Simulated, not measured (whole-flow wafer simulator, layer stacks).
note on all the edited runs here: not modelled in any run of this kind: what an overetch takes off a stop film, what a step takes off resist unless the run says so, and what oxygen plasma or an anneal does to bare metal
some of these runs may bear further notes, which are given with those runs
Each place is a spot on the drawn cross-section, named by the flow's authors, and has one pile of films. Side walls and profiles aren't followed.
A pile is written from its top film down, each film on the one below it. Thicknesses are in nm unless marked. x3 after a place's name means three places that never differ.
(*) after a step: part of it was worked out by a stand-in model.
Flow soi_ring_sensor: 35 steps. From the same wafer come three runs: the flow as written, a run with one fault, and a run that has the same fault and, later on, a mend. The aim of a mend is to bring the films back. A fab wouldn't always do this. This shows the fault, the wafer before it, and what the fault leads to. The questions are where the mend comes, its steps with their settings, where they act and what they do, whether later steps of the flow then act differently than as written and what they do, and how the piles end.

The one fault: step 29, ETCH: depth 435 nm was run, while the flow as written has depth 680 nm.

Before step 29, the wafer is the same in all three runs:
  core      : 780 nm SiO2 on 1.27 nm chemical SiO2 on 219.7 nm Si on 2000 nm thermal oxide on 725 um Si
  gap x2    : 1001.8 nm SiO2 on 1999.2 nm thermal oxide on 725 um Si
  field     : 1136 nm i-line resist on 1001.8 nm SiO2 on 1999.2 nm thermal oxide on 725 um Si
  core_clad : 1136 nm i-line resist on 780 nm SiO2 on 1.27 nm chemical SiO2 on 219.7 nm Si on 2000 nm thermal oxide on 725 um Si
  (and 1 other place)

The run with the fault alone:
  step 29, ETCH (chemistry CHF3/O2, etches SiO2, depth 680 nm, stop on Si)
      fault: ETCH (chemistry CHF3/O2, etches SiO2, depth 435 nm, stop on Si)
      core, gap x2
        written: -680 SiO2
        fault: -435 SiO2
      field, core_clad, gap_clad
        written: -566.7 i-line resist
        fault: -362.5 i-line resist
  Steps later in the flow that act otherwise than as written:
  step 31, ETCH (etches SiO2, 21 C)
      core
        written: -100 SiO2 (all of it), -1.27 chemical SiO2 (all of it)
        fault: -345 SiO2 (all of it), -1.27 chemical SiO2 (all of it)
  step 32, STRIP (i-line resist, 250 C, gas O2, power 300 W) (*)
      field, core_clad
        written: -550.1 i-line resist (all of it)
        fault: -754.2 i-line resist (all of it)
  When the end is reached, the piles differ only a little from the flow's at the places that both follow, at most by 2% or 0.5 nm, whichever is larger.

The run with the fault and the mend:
  After step 29 comes the mend.
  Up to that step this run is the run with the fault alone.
  step 29a, ETCH (chemistry CHF3/O2, etches SiO2, depth 245 nm, stop on Si) (the flow's step 29, run once more with other settings)
      core, gap x2
        -245 SiO2
      field, core_clad, gap_clad
        -204.2 i-line resist
  Later steps of the flow that are run all act as written at every place that is followed.
  By the end, the piles equal the flow's at every place that both follow.
